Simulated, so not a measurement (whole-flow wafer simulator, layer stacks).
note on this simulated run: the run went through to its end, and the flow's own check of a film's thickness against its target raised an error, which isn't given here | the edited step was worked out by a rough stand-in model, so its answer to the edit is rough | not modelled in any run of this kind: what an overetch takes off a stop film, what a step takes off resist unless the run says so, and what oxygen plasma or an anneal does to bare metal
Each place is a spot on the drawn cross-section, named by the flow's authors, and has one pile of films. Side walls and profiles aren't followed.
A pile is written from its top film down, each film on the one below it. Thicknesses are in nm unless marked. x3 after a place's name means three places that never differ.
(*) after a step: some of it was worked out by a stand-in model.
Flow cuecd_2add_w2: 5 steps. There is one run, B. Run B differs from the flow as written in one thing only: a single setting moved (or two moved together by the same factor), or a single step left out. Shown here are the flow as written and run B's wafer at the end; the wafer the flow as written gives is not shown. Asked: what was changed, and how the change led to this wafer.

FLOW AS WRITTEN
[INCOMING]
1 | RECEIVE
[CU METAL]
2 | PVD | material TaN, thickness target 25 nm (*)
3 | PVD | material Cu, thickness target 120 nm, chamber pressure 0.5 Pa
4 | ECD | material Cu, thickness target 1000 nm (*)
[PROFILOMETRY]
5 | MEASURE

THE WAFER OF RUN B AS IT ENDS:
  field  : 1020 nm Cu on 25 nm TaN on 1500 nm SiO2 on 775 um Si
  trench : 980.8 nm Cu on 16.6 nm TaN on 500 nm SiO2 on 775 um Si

The reason: step 4, ECD: thickness target 900 nm was run, whereas the flow has thickness target 1000 nm.

The path from the change to this, step by step:
  4 | ECD | material Cu, thickness target 1000 nm (*)
      field: +900 Cu (in the flow as written it would be: +1000 Cu)
      trench: +900 Cu (in the flow as written it would be: +2047.6 Cu)
